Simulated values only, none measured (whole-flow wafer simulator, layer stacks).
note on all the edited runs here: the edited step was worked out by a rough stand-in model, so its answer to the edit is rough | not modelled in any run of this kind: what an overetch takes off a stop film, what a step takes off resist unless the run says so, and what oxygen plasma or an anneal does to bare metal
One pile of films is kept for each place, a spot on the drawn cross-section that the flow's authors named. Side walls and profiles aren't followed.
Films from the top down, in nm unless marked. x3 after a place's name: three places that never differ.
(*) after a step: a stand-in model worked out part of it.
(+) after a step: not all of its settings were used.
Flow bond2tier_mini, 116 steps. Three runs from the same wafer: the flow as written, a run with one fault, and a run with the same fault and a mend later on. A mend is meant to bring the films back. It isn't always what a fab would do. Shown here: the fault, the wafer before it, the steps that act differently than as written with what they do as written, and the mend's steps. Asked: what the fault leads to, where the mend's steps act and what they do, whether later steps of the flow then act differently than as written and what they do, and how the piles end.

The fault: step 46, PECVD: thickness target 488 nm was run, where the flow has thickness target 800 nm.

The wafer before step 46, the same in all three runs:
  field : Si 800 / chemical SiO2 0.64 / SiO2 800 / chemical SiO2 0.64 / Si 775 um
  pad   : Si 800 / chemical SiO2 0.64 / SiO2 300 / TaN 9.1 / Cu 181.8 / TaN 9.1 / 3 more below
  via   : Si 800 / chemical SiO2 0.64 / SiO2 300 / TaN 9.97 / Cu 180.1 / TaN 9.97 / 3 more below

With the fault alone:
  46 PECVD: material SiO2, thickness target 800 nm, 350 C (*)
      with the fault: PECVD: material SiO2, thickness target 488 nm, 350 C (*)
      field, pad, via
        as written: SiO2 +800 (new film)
        with the fault: SiO2 +488 (new film)
  Later steps of the flow that act differently than as written:
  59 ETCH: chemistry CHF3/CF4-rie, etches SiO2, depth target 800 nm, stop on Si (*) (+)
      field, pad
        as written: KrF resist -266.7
        with the fault: KrF resist -225.5
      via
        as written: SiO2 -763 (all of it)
        with the fault: SiO2 -451 (all of it)
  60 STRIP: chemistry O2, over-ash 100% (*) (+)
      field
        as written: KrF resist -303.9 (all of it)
        with the fault: KrF resist -345.1 (all of it)
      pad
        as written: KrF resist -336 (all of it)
        with the fault: KrF resist -377.1 (all of it)
  At the end the piles differ from the flow's by more than 2% or 0.5 nm, whichever is larger, at field, pad.
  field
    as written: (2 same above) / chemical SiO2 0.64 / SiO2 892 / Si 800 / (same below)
    with the fault: (2 same above) / chemical SiO2 0.64 / SiO2 580 / Si 800 / (same below)
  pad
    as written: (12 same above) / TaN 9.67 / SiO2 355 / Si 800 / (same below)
    with the fault: (12 same above) / TaN 9.67 / SiO2 43 / Si 800 / (same below)

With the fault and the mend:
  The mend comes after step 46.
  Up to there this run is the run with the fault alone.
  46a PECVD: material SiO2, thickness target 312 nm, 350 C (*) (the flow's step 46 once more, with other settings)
      field, pad, via
        SiO2 +312
  No later step of the flow acts differently than as written at any place that is followed.
  At the end the piles are the same as the flow's at every place that both follow.
